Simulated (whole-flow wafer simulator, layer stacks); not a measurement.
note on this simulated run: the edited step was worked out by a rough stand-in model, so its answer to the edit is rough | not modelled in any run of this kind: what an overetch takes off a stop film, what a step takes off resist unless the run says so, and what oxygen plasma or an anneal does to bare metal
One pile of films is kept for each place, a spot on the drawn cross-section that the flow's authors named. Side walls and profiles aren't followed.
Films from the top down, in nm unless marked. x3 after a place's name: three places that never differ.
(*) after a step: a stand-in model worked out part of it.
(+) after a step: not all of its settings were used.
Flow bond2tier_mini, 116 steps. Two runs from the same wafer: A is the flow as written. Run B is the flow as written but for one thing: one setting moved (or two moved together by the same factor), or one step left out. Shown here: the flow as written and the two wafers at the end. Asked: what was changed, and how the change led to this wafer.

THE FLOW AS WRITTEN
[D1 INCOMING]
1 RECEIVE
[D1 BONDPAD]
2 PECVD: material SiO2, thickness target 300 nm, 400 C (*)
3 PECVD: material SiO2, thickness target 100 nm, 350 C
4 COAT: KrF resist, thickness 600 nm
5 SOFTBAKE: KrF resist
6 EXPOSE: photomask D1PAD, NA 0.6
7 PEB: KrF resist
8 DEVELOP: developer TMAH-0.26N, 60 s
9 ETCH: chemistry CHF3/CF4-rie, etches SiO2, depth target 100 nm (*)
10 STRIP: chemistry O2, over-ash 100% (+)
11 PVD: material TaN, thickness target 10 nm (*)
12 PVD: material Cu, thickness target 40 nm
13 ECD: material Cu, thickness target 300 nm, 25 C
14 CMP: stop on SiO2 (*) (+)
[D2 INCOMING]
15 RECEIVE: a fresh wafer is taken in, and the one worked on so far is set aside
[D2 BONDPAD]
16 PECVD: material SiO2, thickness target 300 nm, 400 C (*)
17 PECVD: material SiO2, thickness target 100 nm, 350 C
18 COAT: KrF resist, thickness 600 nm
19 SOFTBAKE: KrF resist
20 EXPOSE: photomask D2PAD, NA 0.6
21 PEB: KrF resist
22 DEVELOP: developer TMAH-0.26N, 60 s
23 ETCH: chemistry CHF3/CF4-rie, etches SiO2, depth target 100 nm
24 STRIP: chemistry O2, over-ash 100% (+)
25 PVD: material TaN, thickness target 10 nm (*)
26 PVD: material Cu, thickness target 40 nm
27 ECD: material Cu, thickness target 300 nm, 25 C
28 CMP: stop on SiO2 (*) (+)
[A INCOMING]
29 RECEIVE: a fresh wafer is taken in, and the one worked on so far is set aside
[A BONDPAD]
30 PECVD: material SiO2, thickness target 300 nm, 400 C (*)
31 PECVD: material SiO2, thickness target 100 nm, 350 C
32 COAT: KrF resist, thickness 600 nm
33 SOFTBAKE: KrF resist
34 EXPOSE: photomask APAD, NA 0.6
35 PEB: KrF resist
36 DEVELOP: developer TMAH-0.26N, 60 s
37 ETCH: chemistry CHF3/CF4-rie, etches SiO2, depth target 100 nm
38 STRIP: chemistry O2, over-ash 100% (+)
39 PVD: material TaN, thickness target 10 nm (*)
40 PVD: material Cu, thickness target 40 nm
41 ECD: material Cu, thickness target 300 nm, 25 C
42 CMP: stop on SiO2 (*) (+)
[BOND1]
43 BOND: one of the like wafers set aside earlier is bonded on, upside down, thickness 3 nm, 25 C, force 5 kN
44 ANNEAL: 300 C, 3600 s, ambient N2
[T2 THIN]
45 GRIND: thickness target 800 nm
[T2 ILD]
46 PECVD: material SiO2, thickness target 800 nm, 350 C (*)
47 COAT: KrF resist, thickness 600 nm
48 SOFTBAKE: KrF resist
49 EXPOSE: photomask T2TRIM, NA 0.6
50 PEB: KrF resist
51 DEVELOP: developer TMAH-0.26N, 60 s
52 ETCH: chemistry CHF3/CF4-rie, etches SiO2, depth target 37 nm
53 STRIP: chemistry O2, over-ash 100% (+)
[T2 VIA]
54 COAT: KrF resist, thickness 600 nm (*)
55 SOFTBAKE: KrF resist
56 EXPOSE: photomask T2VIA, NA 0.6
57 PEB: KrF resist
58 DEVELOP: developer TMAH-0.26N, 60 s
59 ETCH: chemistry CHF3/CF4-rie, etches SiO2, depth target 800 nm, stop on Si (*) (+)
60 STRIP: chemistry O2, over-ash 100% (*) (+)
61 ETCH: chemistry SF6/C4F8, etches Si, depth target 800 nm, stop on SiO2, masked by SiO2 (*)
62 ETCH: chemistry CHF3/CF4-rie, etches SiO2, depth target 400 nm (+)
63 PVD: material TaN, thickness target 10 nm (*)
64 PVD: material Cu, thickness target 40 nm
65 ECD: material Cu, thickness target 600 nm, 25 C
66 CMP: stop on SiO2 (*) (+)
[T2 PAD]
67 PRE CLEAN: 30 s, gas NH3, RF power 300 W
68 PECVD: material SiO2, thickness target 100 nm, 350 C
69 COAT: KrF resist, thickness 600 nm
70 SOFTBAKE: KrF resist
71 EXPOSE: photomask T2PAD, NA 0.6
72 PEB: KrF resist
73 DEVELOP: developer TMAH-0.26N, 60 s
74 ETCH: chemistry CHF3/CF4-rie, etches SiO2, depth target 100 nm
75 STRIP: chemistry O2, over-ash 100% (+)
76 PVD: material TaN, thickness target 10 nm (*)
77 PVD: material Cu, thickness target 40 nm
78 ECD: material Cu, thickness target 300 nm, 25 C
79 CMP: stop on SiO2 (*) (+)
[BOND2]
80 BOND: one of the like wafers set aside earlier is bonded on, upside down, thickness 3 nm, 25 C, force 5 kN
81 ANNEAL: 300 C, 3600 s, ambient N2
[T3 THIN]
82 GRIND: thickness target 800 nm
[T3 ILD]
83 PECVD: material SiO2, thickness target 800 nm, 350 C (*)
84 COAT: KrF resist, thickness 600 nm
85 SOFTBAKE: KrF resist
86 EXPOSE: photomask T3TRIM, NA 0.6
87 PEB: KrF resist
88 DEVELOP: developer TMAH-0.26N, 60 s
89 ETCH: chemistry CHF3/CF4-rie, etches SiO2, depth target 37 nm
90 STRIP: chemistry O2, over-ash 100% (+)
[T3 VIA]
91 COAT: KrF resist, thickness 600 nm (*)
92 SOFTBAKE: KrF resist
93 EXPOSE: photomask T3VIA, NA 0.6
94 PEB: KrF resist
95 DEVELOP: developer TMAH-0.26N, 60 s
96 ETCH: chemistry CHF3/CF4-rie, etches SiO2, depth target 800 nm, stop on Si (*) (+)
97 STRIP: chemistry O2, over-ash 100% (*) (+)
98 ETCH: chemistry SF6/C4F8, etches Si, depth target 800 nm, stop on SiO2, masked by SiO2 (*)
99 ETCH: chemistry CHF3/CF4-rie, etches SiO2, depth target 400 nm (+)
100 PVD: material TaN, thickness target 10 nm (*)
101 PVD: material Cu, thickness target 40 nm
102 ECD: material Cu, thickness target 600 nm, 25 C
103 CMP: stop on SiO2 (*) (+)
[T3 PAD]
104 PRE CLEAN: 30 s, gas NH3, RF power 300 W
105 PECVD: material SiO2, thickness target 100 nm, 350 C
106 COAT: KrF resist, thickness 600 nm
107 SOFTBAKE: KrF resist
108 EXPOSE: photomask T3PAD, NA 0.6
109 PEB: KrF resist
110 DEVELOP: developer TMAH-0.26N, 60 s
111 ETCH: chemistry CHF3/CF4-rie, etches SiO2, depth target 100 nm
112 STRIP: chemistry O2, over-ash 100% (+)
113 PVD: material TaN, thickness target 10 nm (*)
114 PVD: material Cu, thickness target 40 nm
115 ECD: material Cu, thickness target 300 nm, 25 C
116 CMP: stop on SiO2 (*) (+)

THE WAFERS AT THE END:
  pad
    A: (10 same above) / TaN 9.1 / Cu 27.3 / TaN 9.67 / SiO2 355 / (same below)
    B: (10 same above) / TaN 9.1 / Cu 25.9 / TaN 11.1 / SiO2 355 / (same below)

The cause: step 63, PVD: thickness target 11.5 nm was run, where the flow has thickness target 10 nm.

How the change led to this, step by step:
  63 PVD: material TaN, thickness target 10 nm (*)
      field: A TaN +10 (new film) | B TaN +11.5 (new film)
      pad: A TaN +9.67 (new film) | B TaN +11.1 (new film)
  66 CMP: stop on SiO2 (*) (+)
      field: A Cu -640 (all of it), TaN -10 (all of it) | B Cu -640 (all of it), TaN -11.5 (all of it)
